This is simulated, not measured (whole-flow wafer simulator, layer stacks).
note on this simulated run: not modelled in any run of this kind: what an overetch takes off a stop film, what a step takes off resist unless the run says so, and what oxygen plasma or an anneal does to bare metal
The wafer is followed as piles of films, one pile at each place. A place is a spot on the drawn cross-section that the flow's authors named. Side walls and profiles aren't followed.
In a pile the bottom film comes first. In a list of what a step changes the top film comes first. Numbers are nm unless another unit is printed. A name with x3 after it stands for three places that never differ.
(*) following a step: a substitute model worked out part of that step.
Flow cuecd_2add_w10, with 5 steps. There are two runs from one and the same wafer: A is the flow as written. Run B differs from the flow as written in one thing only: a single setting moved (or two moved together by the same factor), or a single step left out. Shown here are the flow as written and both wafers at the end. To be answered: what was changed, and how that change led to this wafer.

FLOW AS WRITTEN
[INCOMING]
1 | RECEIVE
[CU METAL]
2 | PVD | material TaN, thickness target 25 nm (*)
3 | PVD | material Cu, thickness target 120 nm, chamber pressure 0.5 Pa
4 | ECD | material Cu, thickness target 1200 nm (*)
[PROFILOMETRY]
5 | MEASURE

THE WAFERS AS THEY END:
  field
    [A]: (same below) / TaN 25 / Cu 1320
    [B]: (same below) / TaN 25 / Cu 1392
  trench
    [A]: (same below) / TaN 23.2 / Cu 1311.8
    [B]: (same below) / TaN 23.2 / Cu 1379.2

The reason: step 3, PVD: thickness target 192 nm was run, while the flow as written has thickness target 120 nm.

Step by step, how the change led to this:
  3 | PVD | material Cu, thickness target 120 nm, chamber pressure 0.5 Pa
      field: A Cu gains 120 (new film) | B Cu gains 192 (new film)
      trench: A Cu gains 111.8 (new film) | B Cu gains 179.2 (new film)
